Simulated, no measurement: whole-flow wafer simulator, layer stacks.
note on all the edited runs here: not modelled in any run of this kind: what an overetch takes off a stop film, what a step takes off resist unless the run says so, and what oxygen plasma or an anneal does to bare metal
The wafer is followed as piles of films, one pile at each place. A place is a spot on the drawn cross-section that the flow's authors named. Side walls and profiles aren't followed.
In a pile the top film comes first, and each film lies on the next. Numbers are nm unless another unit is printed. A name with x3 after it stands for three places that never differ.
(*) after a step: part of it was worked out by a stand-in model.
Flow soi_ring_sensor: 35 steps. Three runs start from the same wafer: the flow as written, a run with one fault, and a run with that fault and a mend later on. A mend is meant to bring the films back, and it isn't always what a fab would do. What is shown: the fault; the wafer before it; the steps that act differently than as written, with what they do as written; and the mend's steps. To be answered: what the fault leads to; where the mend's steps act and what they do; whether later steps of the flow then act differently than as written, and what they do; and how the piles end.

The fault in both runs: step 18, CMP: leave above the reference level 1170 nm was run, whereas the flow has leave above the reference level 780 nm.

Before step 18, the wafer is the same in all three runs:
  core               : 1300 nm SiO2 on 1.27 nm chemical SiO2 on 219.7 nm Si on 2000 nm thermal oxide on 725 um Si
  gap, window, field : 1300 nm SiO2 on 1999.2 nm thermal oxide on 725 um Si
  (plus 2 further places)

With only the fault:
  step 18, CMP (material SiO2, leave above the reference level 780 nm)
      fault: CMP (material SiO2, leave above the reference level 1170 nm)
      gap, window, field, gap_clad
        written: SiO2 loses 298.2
        fault: nothing
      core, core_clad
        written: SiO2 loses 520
        fault: SiO2 loses 130
  Steps later in the flow that act otherwise than as written (1 more step, not shown, differs only slightly: by at most 2% or 0.5 nm, whichever is larger):
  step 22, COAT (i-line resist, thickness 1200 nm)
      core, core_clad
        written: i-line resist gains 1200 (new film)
        fault: i-line resist gains 1120 (new film)
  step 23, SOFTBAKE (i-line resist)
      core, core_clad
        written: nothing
        fault: i-line resist loses 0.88
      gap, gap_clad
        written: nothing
        fault: i-line resist loses 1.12
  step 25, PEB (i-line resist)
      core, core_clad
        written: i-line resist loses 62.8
        fault: i-line resist loses 58.4
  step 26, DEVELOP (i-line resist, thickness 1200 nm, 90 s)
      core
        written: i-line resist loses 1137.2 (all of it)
        fault: i-line resist loses 1060.7 (all of it)
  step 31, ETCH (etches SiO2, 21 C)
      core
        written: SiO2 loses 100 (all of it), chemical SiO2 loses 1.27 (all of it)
        fault: SiO2 loses 462
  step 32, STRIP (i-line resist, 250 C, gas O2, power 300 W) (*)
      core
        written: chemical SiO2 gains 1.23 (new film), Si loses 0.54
        fault: nothing
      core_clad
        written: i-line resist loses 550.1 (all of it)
        fault: i-line resist loses 473.8 (all of it)
  At core, field, core_clad, the piles at the end differ from the flow's by more than 2% or 0.5 nm, whichever is larger.
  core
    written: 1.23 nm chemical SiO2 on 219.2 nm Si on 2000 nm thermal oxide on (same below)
    fault: 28 nm SiO2 on 1.27 nm chemical SiO2 on 219.7 nm Si on 2000 nm thermal oxide on (same below)
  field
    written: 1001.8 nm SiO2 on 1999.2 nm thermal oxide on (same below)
    fault: 1300 nm SiO2 on 1999.2 nm thermal oxide on (same below)
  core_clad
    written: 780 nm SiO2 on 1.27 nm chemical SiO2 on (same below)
    fault: 1170 nm SiO2 on 1.27 nm chemical SiO2 on (same below)

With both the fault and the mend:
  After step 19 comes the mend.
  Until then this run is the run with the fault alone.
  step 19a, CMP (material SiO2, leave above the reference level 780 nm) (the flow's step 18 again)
      gap, window, field, gap_clad
        SiO2 loses 298.2
      core, core_clad
        SiO2 loses 390
  None of the later steps of the flow acts differently than as written at any place that is followed.
  The piles end the same as the flow's at every place that both follow.
